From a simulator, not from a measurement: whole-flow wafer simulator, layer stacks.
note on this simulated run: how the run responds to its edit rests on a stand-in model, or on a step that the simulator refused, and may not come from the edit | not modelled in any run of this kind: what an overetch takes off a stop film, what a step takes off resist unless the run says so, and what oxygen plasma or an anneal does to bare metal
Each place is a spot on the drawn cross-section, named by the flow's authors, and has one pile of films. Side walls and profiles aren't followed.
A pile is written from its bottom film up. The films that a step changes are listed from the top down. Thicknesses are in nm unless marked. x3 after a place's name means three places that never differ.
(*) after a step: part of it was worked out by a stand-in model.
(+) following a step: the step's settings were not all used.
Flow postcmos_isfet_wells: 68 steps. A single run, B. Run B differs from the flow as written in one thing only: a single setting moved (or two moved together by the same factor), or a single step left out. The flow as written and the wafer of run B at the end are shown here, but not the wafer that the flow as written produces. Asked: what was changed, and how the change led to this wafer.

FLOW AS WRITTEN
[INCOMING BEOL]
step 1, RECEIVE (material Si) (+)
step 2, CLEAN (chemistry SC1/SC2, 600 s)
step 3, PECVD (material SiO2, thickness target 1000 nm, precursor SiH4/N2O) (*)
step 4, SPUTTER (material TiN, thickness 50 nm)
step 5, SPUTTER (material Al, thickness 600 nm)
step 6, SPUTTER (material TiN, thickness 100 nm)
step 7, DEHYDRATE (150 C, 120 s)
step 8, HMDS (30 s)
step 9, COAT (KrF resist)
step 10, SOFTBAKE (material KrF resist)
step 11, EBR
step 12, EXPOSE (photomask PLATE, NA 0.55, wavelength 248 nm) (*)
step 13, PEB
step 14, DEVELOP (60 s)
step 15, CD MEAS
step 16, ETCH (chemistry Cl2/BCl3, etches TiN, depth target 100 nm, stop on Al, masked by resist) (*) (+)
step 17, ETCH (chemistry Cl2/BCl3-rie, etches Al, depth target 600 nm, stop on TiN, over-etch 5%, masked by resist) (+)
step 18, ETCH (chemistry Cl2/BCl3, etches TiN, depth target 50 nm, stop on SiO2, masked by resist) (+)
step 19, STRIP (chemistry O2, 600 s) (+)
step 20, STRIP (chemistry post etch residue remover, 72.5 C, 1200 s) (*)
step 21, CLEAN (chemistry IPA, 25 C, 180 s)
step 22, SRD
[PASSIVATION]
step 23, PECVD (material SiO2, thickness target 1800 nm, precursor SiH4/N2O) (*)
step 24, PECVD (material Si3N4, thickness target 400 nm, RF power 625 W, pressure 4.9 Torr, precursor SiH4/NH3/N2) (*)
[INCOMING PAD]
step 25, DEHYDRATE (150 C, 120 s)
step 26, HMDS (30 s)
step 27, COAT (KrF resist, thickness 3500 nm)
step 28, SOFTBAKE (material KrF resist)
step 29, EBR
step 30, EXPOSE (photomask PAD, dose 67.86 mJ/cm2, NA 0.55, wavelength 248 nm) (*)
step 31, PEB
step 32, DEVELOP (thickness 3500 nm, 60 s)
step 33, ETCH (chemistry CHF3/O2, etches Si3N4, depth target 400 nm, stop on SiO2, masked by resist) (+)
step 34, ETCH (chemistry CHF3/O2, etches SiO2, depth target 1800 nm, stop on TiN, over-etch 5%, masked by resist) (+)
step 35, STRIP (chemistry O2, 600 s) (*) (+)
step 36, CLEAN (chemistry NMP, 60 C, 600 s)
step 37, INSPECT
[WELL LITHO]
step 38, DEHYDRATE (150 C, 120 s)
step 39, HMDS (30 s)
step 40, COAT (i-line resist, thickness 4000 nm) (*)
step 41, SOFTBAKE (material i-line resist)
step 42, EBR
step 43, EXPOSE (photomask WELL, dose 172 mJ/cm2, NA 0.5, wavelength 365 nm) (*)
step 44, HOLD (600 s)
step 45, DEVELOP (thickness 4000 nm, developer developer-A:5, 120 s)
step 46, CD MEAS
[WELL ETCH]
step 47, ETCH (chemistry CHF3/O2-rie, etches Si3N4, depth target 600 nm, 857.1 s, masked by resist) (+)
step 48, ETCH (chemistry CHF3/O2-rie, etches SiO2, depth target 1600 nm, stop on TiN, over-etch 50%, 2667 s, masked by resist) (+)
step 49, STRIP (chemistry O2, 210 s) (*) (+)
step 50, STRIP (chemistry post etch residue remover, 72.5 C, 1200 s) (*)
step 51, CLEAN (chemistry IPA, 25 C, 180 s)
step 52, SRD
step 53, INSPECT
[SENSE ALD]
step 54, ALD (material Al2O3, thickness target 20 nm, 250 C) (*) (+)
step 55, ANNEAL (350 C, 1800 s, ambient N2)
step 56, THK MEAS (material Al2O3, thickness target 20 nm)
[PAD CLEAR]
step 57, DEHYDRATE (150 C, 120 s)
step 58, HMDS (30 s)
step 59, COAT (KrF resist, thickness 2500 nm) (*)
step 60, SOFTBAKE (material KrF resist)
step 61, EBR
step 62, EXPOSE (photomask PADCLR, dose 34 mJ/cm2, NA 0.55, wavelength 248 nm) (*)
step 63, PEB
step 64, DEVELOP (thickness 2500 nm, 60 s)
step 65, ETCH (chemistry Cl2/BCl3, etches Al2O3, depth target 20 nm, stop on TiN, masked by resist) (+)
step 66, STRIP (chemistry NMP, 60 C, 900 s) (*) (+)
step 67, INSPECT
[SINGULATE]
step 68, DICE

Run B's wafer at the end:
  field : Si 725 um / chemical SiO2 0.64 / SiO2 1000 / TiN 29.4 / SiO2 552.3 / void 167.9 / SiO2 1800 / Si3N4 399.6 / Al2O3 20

What caused this: step 18, ETCH: depth target 20.2 nm was run, whereas the flow has depth target 50 nm.

Step by step, how the change led to this:
  step 18, ETCH (chemistry Cl2/BCl3, etches TiN, depth target 50 nm, stop on SiO2, masked by resist) (+)
      field: TiN loses 20.2 (it would be, as written: TiN loses 50 (all of it))
      margin, well900, well1300 x3, pad_rim, pad_clr, pad_open: KrF resist loses 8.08 (it would be, as written: KrF resist loses 20)
  step 23, PECVD (material SiO2, thickness target 1800 nm, precursor SiH4/N2O) (*)
      field: SiO2 gains 1800 (new film), void gains 167.9 (new film), SiO2 gains 552.3 (new film) (it would be, as written: SiO2 gains 1800 (new film), void gains 189.9 (new film), SiO2 gains 559.7)
With metal films that touch counted as one body, field has 1 body; the flow as written gives 0 bodies.
